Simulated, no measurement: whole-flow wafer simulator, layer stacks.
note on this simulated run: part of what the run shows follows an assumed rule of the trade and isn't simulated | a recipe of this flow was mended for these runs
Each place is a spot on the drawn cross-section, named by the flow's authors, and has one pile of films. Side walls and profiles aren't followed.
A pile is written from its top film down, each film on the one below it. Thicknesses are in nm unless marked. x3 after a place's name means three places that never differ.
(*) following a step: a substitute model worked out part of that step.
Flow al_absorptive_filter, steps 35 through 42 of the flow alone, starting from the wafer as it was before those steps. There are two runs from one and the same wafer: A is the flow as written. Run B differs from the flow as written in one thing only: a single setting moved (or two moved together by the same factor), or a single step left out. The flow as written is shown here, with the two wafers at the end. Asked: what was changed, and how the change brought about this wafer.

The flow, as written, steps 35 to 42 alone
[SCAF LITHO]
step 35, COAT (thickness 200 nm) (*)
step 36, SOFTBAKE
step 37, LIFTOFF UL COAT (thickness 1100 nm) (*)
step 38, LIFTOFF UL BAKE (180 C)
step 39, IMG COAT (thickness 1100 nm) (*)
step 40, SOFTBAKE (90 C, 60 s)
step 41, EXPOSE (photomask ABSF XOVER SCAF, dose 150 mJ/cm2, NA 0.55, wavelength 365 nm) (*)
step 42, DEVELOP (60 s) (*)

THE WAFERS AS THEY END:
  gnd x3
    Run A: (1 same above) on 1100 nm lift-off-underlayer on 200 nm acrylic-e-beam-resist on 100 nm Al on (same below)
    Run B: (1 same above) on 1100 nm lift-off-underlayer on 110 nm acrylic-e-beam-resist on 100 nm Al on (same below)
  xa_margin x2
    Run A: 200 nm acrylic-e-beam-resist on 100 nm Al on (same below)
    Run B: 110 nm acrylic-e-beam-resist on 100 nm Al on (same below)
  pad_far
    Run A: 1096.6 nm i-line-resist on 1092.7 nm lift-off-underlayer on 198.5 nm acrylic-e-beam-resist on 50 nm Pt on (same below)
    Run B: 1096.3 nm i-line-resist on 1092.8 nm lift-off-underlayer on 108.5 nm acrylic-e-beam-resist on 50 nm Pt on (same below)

What caused this: step 35, COAT: thickness 110 nm was run, whereas the flow has thickness 200 nm.
One can read it off the wafer: gnd x3 has acrylic-e-beam-resist 110, and step 35 as written asks for 200 nm.

Step by step, how the change led to this:
  step 35, COAT (thickness 200 nm) (*)
      gnd x3, xa_margin x2, idc_field: A +200 acrylic-e-beam-resist (new film) | B +110 acrylic-e-beam-resist (new film)
      pad_far: A +198.5 acrylic-e-beam-resist (new film) | B +108.5 acrylic-e-beam-resist (new film)
      (as well as at 7 more places)
